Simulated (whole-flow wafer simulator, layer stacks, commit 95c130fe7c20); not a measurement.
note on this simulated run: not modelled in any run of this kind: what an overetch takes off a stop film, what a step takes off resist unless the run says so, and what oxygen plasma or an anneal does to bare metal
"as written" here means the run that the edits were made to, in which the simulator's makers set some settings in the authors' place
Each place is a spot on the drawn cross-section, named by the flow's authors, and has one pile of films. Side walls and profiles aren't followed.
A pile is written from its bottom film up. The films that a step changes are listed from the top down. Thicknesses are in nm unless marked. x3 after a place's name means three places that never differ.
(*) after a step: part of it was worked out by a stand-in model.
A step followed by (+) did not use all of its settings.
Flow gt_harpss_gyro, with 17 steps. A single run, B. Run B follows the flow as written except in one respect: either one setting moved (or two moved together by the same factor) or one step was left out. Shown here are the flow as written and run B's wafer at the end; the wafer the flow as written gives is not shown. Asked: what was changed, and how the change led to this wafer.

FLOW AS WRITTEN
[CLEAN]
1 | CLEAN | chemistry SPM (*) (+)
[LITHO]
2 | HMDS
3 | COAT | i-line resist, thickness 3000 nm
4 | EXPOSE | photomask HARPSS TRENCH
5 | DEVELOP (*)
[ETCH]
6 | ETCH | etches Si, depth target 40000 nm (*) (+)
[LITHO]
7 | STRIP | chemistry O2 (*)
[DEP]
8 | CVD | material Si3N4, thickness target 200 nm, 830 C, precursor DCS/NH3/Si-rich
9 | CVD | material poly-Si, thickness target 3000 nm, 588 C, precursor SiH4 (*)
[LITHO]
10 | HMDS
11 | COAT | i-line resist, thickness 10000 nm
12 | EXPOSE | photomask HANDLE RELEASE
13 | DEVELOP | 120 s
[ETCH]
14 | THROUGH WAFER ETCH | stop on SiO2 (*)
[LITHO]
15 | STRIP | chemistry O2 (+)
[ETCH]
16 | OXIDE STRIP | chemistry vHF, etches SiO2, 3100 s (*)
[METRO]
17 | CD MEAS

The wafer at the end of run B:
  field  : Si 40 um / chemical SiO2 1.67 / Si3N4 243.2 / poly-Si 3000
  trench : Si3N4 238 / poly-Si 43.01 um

Cause: step 8, CVD: thickness target 243.2 nm was run, whereas the flow has thickness target 200 nm.
One can read it off the wafer: field has Si3N4 243.2, and step 8 as written asks for 200 nm.

The path from the change to this, step by step:
  8 | CVD | material Si3N4, thickness target 200 nm, 830 C, precursor DCS/NH3/Si-rich
      field: Si3N4 gains 243.2 (new film) (in the flow as written it would be: Si3N4 gains 200 (new film))
      trench: Si3N4 gains 238 (new film) (in the flow as written it would be: Si3N4 gains 195.9 (new film))
